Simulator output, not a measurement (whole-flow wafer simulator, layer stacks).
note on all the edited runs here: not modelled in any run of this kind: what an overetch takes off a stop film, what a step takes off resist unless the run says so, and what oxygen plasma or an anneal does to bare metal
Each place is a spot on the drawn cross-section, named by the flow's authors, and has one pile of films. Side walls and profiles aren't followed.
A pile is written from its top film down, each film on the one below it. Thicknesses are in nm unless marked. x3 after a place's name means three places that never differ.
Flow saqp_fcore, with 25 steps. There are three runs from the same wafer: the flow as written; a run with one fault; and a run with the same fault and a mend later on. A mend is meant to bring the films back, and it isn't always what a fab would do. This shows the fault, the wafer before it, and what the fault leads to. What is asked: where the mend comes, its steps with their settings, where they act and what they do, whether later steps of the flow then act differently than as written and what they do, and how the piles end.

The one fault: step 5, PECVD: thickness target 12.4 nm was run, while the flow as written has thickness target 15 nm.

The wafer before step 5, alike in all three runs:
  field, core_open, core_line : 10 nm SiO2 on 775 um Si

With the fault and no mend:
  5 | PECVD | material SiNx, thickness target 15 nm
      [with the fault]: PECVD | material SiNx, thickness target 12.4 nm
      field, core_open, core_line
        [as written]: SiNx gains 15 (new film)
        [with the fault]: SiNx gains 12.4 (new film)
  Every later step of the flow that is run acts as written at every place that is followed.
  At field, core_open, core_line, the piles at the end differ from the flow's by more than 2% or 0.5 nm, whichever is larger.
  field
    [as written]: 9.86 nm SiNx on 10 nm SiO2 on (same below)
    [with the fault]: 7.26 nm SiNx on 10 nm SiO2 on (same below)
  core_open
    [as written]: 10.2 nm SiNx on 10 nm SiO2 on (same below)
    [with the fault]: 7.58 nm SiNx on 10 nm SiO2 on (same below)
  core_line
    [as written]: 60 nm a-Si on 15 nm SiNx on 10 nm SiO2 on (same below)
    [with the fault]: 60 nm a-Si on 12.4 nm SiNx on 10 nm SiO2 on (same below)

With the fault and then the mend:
  The mend stands after step 5.
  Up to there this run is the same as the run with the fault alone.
  5a | PECVD | material SiNx, thickness target 2.6 nm (the flow's step 5, run once more with other settings)
      field, core_open, core_line
        SiNx gains 2.6
  Every later step of the flow that is run acts as written at every place that is followed.
  By the end, the piles equal the flow's at every place that both follow.
